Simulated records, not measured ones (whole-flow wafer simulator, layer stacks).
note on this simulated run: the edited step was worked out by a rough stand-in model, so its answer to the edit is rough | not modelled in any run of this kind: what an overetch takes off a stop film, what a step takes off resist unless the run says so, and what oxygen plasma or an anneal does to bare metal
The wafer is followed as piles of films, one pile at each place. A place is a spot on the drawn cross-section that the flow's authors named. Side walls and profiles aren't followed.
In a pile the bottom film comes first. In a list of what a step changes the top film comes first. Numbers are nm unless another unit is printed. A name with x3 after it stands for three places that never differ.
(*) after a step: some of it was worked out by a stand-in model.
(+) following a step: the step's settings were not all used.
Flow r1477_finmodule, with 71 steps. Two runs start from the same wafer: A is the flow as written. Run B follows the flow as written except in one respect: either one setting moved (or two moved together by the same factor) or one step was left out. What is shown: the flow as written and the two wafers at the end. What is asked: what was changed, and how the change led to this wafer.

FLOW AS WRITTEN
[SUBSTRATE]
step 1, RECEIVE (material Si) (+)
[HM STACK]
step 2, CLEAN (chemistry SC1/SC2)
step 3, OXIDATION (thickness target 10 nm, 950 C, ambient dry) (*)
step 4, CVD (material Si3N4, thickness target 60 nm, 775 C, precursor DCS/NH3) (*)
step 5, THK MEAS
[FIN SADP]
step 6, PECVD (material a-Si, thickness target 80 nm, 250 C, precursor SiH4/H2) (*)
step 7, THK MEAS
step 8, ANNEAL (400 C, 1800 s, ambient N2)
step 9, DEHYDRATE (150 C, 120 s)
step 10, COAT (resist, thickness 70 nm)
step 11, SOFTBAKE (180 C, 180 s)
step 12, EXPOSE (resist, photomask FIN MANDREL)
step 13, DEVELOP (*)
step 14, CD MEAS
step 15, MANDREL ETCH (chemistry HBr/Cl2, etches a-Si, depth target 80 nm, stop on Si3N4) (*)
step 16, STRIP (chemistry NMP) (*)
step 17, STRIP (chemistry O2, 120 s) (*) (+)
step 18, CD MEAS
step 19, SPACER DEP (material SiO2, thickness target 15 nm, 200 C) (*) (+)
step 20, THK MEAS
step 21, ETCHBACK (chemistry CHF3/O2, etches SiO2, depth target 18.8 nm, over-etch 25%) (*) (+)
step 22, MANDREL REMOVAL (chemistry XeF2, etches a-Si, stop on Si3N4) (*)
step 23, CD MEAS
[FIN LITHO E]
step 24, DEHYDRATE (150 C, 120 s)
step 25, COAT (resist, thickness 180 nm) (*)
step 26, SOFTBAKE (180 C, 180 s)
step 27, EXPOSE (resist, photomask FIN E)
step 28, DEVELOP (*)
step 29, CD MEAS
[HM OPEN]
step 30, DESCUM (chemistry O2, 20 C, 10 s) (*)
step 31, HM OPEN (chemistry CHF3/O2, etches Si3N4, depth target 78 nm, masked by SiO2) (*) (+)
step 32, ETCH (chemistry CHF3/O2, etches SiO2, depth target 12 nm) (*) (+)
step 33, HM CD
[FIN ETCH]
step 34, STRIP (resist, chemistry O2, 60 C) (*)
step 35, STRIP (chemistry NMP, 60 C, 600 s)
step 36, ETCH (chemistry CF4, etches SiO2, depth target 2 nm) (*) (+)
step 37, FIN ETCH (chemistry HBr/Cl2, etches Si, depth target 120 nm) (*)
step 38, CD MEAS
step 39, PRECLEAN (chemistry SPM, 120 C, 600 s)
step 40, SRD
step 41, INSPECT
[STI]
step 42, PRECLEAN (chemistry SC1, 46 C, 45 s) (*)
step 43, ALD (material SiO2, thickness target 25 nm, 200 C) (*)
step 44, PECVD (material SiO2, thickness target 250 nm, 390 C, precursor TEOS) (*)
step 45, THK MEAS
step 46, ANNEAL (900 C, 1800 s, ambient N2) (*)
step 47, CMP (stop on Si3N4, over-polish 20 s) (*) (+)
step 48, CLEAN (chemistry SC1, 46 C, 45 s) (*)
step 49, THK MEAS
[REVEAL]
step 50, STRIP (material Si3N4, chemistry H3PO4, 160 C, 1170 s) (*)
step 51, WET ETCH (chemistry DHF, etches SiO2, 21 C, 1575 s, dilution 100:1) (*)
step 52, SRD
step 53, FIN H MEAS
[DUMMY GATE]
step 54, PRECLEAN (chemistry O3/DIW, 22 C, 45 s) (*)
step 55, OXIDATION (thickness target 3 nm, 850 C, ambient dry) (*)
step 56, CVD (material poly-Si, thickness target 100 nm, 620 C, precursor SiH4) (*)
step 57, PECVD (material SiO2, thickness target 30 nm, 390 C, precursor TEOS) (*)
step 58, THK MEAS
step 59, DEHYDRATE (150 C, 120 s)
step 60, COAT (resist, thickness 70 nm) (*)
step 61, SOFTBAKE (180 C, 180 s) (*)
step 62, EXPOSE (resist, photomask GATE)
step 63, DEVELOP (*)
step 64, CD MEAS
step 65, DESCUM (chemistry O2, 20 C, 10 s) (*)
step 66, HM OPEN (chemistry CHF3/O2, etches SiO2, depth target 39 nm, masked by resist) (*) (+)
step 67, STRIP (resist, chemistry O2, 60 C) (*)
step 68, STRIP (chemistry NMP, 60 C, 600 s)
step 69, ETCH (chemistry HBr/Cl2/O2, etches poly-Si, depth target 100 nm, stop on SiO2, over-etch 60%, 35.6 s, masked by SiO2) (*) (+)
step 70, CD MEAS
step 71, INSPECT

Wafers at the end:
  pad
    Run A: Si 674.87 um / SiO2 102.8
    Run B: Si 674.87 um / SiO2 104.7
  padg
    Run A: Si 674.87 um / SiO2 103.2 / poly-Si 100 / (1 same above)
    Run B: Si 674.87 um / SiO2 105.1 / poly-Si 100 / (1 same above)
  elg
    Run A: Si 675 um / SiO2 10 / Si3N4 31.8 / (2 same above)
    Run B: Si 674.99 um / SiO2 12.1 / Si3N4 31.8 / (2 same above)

The reason: step 3, OXIDATION: thickness target 12.1 nm was run, whereas the flow has thickness target 10 nm.
One can read it off the wafer: elg has SiO2 12.1, and step 3 as written asks for 10 nm.

Step by step, how the change led to this:
  step 3, OXIDATION (thickness target 10 nm, 950 C, ambient dry) (*)
      pad, padg, elg and 33 more: A +10 SiO2 (new film), -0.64 chemical SiO2 (all of it), -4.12 Si | B +12.1 SiO2 (new film), -0.64 chemical SiO2 (all of it), -5.04 Si
  step 31, HM OPEN (chemistry CHF3/O2, etches Si3N4, depth target 78 nm, masked by SiO2) (*) (+)
      pad, padg, esg and 13 more: A -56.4 Si3N4 (all of it), -10 SiO2 (all of it) | B -56.4 Si3N4 (all of it), -10.8 SiO2
  step 32, ETCH (chemistry CHF3/O2, etches SiO2, depth target 12 nm) (*) (+)
      pad, padg, e40sg and 11 more: A -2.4 Si | B -1.29 SiO2 (all of it), -2.14 Si
      esg, eso: A -1.77 Si | B -1.29 SiO2 (all of it), -2.14 Si
      (as well as at 6 more places)
  step 47, CMP (stop on Si3N4, over-polish 20 s) (*) (+)
      pad, padg, e40sg and 11 more: A -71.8 SiO2 | B -69.9 SiO2
      eso: A -72.4 SiO2 | B -69.9 SiO2
  step 51, WET ETCH (chemistry DHF, etches SiO2, 21 C, 1575 s, dilution 100:1) (*)
      s40sg_line, s45sg_line, s50sg_line, s40so_line, s45so_line, s50so_line: A -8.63 SiO2 (all of it) | B -10.7 SiO2 (all of it)
  step 60, COAT (resist, thickness 70 nm) (*)
      s40sg, s45sg, s40so, s45so: A +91 resist (new film) | B +89 resist (new film)
      s50sg, s50so: A +90.9 resist (new film) | B +88.8 resist (new film)
  step 63, DEVELOP (*)
      s40so, s45so: A -91 resist (all of it) | B -89 resist (all of it)
      s50so: A -90.9 resist (all of it) | B -88.8 resist (all of it)
  step 67, STRIP (resist, chemistry O2, 60 C) (*)
      s40sg: A -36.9 resist (all of it) | B -34.9 resist (all of it)
      s45sg: A -36.9 resist (all of it) | B -34.8 resist (all of it)
      (as well as at 1 more place)
